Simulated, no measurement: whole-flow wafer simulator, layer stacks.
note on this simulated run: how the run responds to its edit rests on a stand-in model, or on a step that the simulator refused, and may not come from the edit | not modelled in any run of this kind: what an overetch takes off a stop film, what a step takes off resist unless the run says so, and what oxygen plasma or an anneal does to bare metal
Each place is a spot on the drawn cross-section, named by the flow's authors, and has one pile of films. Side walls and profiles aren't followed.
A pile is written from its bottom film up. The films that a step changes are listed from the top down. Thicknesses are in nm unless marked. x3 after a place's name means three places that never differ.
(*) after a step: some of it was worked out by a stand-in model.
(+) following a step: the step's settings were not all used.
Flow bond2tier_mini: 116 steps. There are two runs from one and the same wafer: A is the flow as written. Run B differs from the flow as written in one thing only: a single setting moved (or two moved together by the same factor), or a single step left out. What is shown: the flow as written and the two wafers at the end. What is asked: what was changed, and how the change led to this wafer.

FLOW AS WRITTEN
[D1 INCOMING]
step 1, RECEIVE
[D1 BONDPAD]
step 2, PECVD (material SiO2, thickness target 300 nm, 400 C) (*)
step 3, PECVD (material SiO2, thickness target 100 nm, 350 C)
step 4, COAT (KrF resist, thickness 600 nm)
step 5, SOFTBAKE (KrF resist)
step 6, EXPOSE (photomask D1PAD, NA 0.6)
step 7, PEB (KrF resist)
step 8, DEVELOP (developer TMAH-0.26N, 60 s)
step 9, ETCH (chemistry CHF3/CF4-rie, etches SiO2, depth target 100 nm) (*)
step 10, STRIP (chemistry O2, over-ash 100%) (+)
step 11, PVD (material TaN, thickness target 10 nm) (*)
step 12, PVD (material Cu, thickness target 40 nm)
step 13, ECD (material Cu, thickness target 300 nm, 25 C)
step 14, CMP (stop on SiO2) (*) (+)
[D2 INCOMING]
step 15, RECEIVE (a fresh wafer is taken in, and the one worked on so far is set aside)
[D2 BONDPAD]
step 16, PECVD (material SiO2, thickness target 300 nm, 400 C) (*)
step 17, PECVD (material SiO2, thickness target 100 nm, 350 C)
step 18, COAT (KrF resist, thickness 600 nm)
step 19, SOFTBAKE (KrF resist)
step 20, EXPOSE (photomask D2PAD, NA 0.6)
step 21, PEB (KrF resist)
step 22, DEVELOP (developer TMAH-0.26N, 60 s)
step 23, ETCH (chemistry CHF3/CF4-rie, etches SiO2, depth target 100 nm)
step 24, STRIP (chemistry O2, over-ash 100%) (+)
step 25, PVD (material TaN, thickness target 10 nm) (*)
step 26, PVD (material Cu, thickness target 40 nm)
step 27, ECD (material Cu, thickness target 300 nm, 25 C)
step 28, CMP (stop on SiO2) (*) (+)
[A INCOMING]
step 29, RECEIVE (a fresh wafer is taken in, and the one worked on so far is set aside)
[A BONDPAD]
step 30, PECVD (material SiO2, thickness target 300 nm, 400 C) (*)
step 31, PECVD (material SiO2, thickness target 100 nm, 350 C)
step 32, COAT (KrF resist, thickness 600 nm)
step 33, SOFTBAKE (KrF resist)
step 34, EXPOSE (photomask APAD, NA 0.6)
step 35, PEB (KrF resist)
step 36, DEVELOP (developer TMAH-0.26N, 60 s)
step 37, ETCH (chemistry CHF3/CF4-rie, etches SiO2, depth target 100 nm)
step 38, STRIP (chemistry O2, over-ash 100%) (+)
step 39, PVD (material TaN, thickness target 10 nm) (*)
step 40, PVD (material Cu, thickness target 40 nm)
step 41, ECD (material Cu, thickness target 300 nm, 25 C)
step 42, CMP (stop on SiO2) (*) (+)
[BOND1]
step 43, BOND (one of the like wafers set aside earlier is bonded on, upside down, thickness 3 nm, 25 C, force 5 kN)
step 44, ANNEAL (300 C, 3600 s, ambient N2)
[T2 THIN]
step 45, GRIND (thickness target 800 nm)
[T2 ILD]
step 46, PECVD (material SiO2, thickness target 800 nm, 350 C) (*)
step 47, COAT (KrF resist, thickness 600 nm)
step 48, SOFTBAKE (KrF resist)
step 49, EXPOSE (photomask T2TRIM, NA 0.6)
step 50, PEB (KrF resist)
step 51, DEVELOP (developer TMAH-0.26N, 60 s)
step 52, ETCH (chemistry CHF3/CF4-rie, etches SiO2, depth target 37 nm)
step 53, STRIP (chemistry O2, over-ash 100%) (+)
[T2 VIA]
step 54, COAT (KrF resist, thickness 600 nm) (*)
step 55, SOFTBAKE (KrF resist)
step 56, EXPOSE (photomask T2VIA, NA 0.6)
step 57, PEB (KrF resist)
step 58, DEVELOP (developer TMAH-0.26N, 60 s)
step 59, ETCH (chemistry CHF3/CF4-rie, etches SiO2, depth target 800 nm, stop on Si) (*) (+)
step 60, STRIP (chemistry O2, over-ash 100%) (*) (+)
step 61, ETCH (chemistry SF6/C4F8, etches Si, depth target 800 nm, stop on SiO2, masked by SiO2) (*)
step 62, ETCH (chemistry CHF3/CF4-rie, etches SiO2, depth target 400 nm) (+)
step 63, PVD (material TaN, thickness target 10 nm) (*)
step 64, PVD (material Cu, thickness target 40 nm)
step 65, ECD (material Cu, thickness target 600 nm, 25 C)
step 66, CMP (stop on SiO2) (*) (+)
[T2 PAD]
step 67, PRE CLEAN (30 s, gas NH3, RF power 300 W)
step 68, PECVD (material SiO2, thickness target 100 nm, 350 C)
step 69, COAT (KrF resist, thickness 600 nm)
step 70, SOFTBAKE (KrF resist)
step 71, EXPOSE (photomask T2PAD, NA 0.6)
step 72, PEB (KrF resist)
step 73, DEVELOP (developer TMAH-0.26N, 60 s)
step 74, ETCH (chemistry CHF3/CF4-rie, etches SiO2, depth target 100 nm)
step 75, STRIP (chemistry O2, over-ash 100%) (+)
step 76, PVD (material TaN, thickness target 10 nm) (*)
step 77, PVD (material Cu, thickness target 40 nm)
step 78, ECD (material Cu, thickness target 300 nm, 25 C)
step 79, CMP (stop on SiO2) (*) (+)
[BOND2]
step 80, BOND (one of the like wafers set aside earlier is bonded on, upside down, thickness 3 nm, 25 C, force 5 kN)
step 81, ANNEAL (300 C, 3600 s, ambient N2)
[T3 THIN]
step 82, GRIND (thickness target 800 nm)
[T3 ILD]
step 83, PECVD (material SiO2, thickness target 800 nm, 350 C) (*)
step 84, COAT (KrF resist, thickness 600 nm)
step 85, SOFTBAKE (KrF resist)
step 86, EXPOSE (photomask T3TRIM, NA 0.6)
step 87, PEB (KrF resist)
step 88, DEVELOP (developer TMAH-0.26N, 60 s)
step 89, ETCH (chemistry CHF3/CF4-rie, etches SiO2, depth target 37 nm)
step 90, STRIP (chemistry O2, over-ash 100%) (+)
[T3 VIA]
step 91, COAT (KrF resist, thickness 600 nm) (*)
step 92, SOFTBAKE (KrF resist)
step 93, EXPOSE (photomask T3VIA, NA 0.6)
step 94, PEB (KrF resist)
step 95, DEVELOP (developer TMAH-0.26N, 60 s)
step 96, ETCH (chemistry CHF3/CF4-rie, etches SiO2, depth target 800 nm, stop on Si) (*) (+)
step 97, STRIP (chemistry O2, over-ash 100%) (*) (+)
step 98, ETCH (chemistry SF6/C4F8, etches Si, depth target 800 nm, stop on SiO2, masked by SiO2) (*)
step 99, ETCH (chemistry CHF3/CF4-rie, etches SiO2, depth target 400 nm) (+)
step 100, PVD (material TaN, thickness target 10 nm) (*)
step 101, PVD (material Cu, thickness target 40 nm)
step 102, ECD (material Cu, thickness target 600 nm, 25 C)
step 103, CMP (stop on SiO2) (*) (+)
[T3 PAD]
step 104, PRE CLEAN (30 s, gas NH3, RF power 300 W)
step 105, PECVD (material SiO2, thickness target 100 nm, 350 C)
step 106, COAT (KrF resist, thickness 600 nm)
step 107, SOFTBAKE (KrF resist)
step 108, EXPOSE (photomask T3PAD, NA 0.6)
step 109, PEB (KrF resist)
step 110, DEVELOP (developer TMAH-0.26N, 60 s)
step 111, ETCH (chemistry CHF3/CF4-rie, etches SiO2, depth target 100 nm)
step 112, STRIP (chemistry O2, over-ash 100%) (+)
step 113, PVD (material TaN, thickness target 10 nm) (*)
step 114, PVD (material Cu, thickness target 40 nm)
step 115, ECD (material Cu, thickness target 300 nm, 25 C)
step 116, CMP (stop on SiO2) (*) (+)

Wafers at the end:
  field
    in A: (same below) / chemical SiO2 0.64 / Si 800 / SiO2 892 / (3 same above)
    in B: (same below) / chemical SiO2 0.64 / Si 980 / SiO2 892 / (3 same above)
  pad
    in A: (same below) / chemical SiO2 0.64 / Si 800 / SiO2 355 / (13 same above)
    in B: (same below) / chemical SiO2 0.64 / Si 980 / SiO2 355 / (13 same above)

The reason: step 45, GRIND: thickness target 980 nm was run, whereas the flow has thickness target 800 nm.
One can read it off the wafer: field has Si 980, and step 45 as written asks for 800 nm.

How this came from the change, step by step:
  step 45, GRIND (thickness target 800 nm)
      field, pad, via: A Si loses 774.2 um | B Si loses 774.02 um
